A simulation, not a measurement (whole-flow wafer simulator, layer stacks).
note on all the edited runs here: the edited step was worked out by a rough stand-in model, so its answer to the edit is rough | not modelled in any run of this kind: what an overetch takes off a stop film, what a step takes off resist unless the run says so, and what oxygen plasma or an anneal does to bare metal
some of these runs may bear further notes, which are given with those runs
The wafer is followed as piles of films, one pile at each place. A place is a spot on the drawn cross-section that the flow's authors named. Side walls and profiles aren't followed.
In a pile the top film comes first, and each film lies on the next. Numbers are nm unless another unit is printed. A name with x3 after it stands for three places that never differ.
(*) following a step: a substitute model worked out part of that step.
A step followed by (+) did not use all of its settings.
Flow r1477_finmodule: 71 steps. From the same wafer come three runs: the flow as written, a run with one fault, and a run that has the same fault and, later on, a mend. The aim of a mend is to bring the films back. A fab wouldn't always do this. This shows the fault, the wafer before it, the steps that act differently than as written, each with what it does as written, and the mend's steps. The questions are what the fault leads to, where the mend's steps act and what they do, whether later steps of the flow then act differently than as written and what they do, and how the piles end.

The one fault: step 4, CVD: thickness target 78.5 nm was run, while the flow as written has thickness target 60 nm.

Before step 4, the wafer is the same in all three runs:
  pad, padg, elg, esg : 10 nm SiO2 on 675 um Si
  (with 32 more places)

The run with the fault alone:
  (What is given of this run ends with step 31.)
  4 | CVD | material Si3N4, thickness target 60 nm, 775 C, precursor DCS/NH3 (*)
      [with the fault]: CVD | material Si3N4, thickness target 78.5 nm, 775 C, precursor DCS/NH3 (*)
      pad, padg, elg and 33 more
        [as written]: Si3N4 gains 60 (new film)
        [with the fault]: Si3N4 gains 78.5 (new film)
  Steps later in the flow that act otherwise than as written:
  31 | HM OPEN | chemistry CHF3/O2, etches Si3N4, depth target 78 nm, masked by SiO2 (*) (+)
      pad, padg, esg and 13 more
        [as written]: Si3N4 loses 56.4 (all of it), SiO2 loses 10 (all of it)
        [with the fault]: Si3N4 loses 74.9 (all of it), SiO2 loses 1.56
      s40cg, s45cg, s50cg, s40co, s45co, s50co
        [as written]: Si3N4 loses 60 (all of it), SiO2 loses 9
        [with the fault]: Si3N4 loses 78
  After step 31, at pad, padg, elg and 33 more, the piles differ from the flow's by more than 2% or 0.5 nm, whichever is larger.
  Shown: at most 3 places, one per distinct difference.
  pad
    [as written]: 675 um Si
    [with the fault]: 8.44 nm SiO2 on 675 um Si
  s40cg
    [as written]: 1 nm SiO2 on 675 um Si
    [with the fault]: 0.5 nm Si3N4 on 10 nm SiO2 on 675 um Si
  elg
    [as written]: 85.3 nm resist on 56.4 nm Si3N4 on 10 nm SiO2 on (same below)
    [with the fault]: 85.3 nm resist on 74.9 nm Si3N4 on 10 nm SiO2 on (same below)

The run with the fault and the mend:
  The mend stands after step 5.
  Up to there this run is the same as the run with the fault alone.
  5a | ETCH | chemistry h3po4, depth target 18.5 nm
      pad, padg, elg and 33 more
        Si3N4 loses 18.5
  Every later step of the flow that is run acts as written at every place that is followed.
  At every place that both follow, the piles at the end match the flow's.
